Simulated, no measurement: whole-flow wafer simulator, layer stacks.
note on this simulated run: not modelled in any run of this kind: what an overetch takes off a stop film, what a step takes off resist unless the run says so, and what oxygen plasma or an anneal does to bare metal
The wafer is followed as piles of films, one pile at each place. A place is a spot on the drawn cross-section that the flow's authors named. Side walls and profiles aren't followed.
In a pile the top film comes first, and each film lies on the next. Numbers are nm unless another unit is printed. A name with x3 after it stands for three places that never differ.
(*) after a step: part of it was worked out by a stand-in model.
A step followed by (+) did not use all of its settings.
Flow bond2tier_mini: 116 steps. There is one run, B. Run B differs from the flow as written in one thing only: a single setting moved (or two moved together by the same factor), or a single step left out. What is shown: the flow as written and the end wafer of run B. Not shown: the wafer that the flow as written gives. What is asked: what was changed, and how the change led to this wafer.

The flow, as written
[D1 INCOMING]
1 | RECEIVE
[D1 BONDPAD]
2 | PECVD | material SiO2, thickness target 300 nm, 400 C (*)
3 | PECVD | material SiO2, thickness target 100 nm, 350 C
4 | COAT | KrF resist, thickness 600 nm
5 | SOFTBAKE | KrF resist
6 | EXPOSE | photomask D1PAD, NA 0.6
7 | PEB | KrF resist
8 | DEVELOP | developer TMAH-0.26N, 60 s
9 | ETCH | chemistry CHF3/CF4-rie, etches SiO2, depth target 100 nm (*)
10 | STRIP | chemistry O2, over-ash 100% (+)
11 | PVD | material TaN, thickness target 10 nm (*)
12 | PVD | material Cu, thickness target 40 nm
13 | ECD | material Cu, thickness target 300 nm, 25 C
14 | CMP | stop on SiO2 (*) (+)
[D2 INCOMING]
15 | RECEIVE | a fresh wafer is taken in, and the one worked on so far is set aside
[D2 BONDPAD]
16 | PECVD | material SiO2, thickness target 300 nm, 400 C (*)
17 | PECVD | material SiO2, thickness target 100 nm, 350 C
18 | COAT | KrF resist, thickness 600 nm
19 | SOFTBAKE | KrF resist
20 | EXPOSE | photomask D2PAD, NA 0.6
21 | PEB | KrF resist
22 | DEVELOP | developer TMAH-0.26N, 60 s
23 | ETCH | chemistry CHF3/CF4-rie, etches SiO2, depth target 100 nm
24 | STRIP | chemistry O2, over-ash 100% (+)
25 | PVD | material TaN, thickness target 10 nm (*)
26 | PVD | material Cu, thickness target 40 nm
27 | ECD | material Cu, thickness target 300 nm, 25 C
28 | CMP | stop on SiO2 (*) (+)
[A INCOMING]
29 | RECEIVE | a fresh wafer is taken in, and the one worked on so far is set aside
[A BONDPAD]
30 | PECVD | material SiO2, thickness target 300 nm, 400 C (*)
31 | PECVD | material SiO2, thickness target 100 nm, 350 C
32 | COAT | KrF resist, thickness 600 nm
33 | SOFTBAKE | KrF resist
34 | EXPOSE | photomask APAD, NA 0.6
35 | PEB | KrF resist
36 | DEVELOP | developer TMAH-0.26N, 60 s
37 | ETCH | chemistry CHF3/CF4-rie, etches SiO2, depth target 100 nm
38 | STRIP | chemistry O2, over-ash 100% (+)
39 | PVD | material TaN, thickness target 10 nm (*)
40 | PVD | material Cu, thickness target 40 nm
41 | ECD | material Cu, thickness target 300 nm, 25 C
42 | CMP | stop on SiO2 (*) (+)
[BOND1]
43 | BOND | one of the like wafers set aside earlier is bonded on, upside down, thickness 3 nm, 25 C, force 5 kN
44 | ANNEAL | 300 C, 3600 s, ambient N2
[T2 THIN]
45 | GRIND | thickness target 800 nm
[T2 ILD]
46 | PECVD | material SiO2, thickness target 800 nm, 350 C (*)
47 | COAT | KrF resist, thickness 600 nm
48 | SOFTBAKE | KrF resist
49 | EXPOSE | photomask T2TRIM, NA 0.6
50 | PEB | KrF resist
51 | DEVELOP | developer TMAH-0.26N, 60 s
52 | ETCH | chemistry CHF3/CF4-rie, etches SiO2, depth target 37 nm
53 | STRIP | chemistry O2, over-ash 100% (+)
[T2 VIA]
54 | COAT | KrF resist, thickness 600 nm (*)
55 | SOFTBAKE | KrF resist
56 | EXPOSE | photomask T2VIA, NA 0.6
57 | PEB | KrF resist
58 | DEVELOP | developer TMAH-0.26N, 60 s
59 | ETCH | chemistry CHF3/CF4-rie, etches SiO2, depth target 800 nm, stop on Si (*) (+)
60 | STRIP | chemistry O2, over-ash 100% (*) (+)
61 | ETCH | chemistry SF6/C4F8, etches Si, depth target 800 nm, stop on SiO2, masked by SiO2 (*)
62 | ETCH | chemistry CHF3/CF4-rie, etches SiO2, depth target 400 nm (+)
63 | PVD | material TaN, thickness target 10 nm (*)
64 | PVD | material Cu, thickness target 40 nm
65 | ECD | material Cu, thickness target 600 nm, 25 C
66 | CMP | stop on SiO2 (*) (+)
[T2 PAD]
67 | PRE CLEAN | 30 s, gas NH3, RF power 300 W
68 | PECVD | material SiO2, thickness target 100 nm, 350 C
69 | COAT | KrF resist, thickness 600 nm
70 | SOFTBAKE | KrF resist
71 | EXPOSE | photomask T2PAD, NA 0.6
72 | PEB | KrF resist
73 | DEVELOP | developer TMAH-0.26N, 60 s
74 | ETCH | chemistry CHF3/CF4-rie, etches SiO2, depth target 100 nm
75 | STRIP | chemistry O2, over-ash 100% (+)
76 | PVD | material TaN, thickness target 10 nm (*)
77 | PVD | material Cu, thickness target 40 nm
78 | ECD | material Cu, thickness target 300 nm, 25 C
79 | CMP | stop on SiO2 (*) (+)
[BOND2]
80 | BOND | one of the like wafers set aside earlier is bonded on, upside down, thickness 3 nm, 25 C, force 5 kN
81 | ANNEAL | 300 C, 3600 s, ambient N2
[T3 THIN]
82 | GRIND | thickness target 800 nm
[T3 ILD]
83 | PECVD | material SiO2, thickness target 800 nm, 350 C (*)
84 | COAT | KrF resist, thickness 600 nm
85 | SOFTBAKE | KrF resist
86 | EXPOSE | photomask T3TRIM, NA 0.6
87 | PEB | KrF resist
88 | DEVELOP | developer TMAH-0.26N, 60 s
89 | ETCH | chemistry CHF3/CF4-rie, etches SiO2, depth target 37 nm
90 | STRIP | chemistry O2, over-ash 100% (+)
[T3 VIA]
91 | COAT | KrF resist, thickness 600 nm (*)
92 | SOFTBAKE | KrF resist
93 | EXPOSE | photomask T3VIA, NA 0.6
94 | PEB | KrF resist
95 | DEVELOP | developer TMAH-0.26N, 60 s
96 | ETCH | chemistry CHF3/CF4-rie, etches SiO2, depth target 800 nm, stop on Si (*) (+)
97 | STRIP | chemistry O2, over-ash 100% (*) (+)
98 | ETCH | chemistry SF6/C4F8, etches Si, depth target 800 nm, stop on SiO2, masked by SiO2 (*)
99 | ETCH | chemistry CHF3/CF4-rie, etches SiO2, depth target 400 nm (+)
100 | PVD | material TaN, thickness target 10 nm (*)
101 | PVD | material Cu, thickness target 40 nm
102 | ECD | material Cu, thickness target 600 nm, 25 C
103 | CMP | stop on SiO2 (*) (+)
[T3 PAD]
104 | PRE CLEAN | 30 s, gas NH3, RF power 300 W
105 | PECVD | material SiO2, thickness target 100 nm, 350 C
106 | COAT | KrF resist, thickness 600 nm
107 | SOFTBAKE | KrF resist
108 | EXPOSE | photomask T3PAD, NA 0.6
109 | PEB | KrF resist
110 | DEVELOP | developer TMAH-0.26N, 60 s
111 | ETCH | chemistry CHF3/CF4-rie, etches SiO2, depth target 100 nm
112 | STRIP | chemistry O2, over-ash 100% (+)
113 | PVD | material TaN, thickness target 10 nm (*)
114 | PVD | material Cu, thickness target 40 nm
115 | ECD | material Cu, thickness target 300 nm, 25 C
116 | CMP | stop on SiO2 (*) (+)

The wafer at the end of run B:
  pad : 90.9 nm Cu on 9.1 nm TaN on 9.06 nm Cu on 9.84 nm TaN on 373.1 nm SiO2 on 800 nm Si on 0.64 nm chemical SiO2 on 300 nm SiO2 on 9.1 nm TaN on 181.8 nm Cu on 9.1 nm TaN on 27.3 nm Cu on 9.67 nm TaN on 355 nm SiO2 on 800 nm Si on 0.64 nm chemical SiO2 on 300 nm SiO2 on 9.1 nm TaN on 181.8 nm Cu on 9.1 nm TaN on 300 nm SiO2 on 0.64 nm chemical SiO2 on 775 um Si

What caused this: step 89, ETCH: depth target 18.9 nm was run, though the flow has depth target 37 nm.

How this came from the change, step by step:
  89 | ETCH | chemistry CHF3/CF4-rie, etches SiO2, depth target 37 nm
      field: KrF resist loses 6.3 (as written it would have been: KrF resist loses 12.3)
      pad: SiO2 loses 18.9 (as written it would have been: SiO2 loses 37)
  97 | STRIP | chemistry O2, over-ash 100% (*) (+)
      field: KrF resist loses 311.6 (all of it) (as written it would have been: KrF resist loses 303.9 (all of it))
      pad: KrF resist loses 328 (all of it) (as written it would have been: KrF resist loses 336 (all of it))
  102 | ECD | material Cu, thickness target 600 nm, 25 C
      pad: Cu gains 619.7 (as written it would have been: Cu gains 638.7)
